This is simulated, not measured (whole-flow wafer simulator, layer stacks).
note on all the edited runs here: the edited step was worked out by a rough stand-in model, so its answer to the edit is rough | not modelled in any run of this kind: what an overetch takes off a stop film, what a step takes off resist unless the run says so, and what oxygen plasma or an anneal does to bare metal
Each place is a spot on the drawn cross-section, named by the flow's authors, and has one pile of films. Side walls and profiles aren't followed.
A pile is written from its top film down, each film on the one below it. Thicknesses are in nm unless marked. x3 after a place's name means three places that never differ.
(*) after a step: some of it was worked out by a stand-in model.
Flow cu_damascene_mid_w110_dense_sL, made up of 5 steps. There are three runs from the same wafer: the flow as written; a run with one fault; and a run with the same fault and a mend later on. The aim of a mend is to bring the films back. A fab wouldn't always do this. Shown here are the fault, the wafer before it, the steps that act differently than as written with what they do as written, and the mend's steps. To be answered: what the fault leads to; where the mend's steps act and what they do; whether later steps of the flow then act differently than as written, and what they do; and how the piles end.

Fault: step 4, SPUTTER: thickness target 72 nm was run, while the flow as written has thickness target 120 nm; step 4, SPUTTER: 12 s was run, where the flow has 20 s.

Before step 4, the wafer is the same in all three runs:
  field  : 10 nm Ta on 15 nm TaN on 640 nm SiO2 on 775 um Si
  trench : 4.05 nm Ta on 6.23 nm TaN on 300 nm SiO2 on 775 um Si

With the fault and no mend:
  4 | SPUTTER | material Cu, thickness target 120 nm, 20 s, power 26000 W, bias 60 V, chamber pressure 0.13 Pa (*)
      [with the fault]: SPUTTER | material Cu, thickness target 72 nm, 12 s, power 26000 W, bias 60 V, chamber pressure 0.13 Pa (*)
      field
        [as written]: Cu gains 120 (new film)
        [with the fault]: Cu gains 72 (new film)
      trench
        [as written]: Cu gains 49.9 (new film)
        [with the fault]: Cu gains 30 (new film)
  Steps further on in the flow that do not act as written:
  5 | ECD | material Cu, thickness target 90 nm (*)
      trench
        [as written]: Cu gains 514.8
        [with the fault]: Cu gains 486.8
  At field, trench, the piles at the end differ from the flow's by more than 2% or 0.5 nm, whichever is larger.
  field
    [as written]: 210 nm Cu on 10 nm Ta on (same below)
    [with the fault]: 162 nm Cu on 10 nm Ta on (same below)
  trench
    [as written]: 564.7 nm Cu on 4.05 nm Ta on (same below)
    [with the fault]: 516.7 nm Cu on 4.05 nm Ta on (same below)

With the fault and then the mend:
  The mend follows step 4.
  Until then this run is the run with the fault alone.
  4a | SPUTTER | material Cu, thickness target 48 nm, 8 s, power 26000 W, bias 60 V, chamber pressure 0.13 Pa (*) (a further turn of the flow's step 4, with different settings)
      field
        Cu gains 48
      trench
        Cu gains 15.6
  Later steps of the flow that are run all act as written at every place that is followed, up to a difference of at most 2% or 0.5 nm, whichever is larger.
  The piles end the same as the flow's at every place that both follow.
